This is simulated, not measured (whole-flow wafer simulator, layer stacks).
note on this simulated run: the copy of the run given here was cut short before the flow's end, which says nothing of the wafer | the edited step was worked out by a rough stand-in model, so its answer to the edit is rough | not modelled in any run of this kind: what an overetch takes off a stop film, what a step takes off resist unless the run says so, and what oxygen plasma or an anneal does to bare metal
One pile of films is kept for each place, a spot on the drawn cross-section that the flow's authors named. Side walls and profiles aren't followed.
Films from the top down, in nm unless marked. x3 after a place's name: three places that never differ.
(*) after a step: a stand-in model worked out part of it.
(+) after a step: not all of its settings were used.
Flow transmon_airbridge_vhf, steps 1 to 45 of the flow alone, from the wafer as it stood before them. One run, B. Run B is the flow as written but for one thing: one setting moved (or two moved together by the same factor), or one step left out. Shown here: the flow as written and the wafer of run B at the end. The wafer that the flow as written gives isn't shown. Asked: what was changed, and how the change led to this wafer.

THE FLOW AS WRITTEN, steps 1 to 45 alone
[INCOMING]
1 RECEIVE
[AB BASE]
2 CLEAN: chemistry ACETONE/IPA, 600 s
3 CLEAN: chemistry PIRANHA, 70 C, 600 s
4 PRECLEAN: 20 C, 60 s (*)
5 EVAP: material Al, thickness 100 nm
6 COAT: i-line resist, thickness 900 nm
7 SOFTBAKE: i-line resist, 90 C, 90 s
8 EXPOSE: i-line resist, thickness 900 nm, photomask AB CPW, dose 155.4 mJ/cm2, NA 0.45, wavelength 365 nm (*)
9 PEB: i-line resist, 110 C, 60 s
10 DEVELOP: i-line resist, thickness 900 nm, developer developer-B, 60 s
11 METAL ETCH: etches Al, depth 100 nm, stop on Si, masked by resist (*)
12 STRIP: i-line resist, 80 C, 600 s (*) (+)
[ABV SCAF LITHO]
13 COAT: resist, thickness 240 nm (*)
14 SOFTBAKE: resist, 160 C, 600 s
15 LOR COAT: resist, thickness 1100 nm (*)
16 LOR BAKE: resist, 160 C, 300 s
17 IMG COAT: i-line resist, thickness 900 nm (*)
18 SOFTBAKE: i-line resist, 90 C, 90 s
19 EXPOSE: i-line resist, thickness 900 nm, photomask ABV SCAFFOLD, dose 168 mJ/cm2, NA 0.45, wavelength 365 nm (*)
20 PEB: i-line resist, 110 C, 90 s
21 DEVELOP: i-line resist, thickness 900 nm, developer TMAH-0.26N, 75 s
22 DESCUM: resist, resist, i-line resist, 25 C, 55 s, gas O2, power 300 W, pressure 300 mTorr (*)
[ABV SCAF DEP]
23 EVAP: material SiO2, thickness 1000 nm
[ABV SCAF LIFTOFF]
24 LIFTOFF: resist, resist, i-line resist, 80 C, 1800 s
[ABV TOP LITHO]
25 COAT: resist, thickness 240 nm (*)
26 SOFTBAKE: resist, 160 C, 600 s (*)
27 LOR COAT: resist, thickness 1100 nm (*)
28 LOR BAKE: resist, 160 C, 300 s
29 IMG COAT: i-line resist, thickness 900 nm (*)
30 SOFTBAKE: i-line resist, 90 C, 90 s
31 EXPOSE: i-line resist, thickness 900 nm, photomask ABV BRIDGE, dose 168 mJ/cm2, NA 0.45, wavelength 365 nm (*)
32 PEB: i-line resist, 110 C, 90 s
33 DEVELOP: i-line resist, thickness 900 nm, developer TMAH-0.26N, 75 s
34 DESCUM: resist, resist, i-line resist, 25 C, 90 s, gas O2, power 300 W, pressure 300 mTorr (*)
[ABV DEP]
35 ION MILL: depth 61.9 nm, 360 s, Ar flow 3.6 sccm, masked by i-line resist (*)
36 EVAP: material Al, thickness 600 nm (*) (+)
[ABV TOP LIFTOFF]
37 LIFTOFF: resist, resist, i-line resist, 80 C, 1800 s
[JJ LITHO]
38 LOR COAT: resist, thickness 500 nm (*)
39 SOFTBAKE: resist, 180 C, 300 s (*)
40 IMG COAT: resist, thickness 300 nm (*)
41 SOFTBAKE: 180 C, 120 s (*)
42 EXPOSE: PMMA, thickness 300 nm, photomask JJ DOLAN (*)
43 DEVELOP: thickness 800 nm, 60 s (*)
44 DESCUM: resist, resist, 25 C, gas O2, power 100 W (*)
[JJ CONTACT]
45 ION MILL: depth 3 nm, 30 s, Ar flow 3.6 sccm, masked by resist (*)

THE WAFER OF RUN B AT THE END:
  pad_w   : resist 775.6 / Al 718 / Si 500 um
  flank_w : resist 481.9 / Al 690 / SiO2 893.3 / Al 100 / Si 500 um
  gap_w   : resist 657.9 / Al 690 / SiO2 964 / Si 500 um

The cause: step 36, EVAP: thickness 690 nm was run, where the flow has thickness 600 nm.
It can be read off the wafer: flank_w has Al 690, and step 36 as written asks for 600 nm.

How the change led to this, step by step:
  36 EVAP: material Al, thickness 600 nm (*) (+)
      field x3, jj_line, ground_far and 10 more: Al +690 (new film) (as written it would be: Al +600 (new film))
      pad_w, pad_e: Al +679.9 (as written it would be: Al +591.2)
  37 LIFTOFF: resist, resist, i-line resist, 80 C, 1800 s
      field x3, jj_line, trace_open_s x2: Al -690 (all of it), i-line resist -600 (all of it), resist -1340 (all of it) (as written it would be: Al -600 (all of it), i-line resist -600 (all of it), resist -1340 (all of it))
      margin_s, margin_n: Al -690 (all of it), i-line resist -318.3 (all of it), resist -992 (all of it) (as written it would be: Al -600 (all of it), i-line resist -318.3 (all of it), resist -992 (all of it))
      (and at 1 more place)
  38 LOR COAT: resist, thickness 500 nm (*)
      bridge_strip: resist +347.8 (new film) (as written it would be: resist +356.4 (new film))
  40 IMG COAT: resist, thickness 300 nm (*)
      bridge_strip: resist +191.7 (as written it would be: resist +197.1)
